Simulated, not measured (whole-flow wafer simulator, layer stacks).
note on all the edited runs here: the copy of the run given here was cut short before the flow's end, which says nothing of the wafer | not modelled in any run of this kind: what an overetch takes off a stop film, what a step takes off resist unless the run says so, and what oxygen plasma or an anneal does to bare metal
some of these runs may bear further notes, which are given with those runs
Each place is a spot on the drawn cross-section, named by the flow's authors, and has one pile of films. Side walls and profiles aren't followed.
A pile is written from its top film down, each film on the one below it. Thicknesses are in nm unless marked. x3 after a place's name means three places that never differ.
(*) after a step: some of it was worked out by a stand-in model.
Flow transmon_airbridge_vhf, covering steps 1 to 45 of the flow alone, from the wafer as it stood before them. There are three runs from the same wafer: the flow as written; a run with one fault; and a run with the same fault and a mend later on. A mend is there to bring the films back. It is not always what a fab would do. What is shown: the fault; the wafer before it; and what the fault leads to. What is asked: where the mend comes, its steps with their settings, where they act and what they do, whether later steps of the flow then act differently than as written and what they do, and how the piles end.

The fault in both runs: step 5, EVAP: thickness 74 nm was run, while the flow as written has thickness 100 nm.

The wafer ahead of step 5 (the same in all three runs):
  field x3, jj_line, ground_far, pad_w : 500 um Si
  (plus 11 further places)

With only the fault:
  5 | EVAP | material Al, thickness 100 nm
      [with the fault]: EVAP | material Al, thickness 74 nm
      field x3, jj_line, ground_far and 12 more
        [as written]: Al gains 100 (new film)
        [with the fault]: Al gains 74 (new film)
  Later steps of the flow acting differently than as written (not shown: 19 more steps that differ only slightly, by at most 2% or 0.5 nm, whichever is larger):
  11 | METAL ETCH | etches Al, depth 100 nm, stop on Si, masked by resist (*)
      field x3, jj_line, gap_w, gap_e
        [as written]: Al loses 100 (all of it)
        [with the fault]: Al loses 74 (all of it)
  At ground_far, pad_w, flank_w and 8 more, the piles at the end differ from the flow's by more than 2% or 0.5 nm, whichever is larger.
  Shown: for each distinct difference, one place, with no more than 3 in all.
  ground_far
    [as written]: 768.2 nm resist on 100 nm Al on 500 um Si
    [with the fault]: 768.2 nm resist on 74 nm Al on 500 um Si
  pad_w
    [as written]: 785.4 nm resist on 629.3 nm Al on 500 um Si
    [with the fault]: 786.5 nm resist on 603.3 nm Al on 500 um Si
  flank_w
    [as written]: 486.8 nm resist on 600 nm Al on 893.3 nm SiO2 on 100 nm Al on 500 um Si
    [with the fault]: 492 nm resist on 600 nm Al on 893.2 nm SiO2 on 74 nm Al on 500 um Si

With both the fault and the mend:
  The mend follows step 5.
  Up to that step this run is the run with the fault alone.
  5a | EVAP | material Al, thickness 26 nm (a further turn of the flow's step 5, with different settings)
      field x3, jj_line, ground_far and 12 more
        Al gains 26
  Every later step of the flow that is run acts as written at every place that is followed.
  By the end, the piles equal the flow's at every place that both follow.
